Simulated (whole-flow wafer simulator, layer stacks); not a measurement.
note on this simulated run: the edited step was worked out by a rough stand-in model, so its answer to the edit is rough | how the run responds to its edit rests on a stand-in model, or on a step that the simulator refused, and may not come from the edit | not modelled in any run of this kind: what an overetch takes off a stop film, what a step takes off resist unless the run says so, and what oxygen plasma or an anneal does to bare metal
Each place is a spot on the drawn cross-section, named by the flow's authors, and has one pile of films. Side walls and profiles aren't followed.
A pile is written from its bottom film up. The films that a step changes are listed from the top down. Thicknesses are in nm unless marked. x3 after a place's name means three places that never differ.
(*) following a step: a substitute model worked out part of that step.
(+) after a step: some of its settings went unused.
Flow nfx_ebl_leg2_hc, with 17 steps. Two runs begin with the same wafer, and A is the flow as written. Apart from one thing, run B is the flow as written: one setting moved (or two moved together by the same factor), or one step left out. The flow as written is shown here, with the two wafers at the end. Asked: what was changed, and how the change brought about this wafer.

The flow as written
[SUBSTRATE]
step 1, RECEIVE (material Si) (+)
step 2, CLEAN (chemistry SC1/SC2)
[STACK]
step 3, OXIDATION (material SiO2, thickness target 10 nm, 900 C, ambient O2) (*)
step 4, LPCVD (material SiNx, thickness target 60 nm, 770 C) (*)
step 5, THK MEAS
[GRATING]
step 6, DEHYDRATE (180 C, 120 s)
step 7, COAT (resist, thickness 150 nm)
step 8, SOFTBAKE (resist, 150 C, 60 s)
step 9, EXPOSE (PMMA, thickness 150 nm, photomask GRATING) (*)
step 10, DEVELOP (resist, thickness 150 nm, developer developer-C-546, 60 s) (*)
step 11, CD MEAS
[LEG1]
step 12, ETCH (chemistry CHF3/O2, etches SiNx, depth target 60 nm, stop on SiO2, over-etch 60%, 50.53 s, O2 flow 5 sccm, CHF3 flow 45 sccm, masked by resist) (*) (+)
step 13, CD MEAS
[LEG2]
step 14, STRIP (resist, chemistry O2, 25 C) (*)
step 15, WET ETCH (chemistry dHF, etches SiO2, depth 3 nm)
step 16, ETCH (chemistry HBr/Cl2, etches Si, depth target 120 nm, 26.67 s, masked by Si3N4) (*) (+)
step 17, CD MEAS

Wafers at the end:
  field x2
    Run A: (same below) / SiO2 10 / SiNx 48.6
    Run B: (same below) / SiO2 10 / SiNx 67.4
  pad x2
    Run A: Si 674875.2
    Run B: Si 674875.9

The reason: step 4, LPCVD: thickness target 78.8 nm was run, though the flow has thickness target 60 nm.

The path from the change to this, step by step:
  step 4, LPCVD (material SiNx, thickness target 60 nm, 770 C) (*)
      field x2, pad x2: A +60 SiNx (new film) | B +78.8 SiNx (new film)
  step 12, ETCH (chemistry CHF3/O2, etches SiNx, depth target 60 nm, stop on SiO2, over-etch 60%, 50.53 s, O2 flow 5 sccm, CHF3 flow 45 sccm, masked by resist) (*) (+)
      pad x2: A -60 SiNx (all of it), -10 SiO2 (all of it) | B -78.8 SiNx (all of it), -8.6 SiO2
  step 14, STRIP (resist, chemistry O2, 25 C) (*)
      pad x2: A +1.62 chemical SiO2 (new film), -0.71 Si | B nothing
  step 15, WET ETCH (chemistry dHF, etches SiO2, depth 3 nm)
      pad x2: A -1.62 chemical SiO2 (all of it) | B -1.4 SiO2 (all of it)
